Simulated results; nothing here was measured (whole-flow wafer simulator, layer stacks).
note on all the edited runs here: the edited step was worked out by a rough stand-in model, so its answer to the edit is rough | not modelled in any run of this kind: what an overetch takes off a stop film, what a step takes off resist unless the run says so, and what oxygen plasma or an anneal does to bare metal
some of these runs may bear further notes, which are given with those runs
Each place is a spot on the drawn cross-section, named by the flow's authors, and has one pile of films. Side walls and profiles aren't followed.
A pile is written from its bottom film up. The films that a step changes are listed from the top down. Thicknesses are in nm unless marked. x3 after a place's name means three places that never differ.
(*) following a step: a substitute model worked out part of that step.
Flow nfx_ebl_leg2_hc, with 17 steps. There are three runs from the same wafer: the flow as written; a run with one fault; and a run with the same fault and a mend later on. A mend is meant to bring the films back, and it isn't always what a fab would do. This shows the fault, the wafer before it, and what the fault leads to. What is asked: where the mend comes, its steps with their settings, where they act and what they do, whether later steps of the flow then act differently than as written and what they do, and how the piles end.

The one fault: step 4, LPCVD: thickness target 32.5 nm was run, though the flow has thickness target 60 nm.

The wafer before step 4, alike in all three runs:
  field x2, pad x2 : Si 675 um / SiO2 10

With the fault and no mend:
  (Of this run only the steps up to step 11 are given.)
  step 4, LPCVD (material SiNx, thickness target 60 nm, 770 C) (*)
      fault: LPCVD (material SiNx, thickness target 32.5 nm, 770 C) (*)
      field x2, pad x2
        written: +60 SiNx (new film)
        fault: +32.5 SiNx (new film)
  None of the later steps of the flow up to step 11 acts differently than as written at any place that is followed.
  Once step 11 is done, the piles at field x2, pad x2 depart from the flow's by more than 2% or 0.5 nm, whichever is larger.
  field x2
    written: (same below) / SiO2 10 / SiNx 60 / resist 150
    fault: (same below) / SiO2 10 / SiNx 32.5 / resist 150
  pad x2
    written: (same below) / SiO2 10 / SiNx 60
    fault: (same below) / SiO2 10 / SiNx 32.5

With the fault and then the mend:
  The mend stands after step 11.
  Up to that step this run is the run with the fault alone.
  step 11a, STRIP (resist, chemistry O2, 25 C) (*)
      field x2
        -150 resist (all of it)
  step 11b, CLEAN (chemistry SC1/SC2) (*) (a further turn of the flow's step 2)
      does not change any film at any place that is followed
  step 11c, LPCVD (material SiNx, thickness target 27.5 nm, 770 C) (*) (a further turn of the flow's step 4, with different settings)
      field x2, pad x2
        +27.5 SiNx
  step 11d, DEHYDRATE (180 C, 120 s) (a further turn of the flow's step 6)
      does not change any film at any place that is followed
  step 11e, COAT (resist, thickness 150 nm) (a further turn of the flow's step 7)
      field x2, pad x2
        +150 resist (new film)
  step 11f, SOFTBAKE (resist, 150 C, 60 s) (a further turn of the flow's step 8)
      does not change any film at any place that is followed
  step 11g, EXPOSE (PMMA, thickness 150 nm, photomask GRATING) (*) (a further turn of the flow's step 9)
      does not change any film at any place that is followed
  step 11h, DEVELOP (resist, thickness 150 nm, developer developer-C-546, 60 s) (*) (a further turn of the flow's step 10)
      pad x2
        -150 resist (all of it)
  None of the later steps of the flow acts differently than as written at any place that is followed.
  The piles end the same as the flow's at every place that both follow.
